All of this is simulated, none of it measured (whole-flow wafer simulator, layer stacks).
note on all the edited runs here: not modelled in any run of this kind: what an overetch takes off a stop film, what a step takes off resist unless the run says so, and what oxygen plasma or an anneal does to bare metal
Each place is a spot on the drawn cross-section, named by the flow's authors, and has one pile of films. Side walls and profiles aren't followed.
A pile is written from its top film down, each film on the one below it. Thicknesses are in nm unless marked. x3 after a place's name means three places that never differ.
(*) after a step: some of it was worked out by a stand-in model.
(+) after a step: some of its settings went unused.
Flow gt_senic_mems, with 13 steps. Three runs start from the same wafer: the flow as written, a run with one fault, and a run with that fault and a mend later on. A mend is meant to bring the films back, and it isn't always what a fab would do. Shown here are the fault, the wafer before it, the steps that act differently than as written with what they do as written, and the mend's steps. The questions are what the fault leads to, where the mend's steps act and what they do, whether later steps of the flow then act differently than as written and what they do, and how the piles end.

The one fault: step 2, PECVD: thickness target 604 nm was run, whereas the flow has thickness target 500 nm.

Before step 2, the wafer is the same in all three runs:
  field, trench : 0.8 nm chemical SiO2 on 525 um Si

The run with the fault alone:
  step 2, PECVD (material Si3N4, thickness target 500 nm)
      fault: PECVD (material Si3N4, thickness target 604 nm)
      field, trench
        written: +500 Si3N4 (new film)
        fault: +604 Si3N4 (new film)
  Later steps of the flow acting differently than as written (1 more step, not shown, differs only slightly: by at most 2% or 0.5 nm, whichever is larger):
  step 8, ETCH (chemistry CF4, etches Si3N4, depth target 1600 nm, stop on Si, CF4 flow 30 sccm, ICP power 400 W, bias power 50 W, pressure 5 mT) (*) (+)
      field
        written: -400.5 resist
        fault: -469.9 resist
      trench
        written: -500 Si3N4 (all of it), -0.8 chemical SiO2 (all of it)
        fault: -604 Si3N4 (all of it), -0.8 chemical SiO2 (all of it)
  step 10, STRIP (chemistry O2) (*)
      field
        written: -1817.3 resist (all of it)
        fault: -1748 resist (all of it)
  At field, the piles at the end differ from the flow's by more than 2% or 0.5 nm, whichever is larger.
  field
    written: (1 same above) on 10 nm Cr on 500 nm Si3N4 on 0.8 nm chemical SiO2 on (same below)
    fault: (1 same above) on 10 nm Cr on 604 nm Si3N4 on 0.8 nm chemical SiO2 on (same below)

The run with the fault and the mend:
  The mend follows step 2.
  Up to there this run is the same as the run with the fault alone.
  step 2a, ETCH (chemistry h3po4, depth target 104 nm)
      field, trench
        -104 Si3N4
  None of the later steps of the flow acts differently than as written at any place that is followed.
  By the end, the piles equal the flow's at every place that both follow.
